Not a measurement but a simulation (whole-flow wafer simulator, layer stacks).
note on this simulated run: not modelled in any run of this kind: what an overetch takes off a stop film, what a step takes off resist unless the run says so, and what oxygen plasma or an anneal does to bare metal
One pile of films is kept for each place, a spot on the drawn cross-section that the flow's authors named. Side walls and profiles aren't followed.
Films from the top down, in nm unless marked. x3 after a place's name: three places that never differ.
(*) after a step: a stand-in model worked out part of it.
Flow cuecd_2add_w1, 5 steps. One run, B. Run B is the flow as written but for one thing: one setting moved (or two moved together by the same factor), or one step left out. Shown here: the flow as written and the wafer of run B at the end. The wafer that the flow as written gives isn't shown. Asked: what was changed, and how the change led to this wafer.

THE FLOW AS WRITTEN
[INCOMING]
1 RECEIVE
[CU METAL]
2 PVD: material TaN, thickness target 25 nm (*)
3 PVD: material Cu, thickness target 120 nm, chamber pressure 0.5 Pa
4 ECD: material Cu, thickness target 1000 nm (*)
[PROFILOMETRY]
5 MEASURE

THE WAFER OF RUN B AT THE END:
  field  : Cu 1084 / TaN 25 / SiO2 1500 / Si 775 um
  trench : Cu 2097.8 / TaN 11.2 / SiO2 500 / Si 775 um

The cause: step 3, PVD: thickness target 84 nm was run, where the flow has thickness target 120 nm.

How the change led to this, step by step:
  3 PVD: material Cu, thickness target 120 nm, chamber pressure 0.5 Pa
      field: Cu +84 (new film) (as written it would be: Cu +120 (new film))
      trench: Cu +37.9 (new film) (as written it would be: Cu +53.6 (new film))
